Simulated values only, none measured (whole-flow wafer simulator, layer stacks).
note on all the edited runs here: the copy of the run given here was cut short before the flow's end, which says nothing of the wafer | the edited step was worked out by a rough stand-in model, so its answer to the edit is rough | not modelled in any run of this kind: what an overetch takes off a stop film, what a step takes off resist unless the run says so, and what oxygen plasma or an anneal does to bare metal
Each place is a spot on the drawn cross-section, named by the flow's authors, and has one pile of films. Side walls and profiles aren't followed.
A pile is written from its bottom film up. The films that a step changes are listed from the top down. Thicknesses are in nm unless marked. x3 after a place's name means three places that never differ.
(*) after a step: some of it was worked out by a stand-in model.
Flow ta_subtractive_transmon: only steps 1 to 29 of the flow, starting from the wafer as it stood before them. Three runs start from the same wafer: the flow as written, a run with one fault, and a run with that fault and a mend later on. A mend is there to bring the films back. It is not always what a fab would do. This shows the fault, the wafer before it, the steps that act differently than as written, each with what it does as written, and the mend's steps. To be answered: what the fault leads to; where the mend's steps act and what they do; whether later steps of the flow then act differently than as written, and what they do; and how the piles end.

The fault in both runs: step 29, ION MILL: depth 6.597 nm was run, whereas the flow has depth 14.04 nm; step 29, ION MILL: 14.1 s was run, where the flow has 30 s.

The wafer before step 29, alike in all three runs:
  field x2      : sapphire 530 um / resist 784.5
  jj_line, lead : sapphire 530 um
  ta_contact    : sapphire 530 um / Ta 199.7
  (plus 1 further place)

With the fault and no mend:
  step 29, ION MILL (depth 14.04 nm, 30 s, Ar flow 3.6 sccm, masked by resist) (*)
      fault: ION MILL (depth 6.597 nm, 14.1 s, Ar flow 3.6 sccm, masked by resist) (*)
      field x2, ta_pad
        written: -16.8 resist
        fault: -7.89 resist
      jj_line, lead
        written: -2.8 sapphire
        fault: -1.31 sapphire
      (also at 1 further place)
  Every later step of the flow that is run acts as written at every place that is followed.
  At ta_contact, the piles at the end differ from the flow's by more than 2% or 0.5 nm, whichever is larger.
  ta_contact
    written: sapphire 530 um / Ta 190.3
    fault: sapphire 530 um / Ta 195.3

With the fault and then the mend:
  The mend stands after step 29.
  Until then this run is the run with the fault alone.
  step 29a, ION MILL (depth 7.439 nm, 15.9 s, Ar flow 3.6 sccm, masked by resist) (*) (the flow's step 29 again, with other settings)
      field x2, ta_pad
        -8.9 resist
      jj_line, lead
        -1.48 sapphire
      ta_contact
        -5.01 Ta
  Every later step of the flow that is run acts as written at every place that is followed.
  By the end, the piles equal the flow's at every place that both follow.
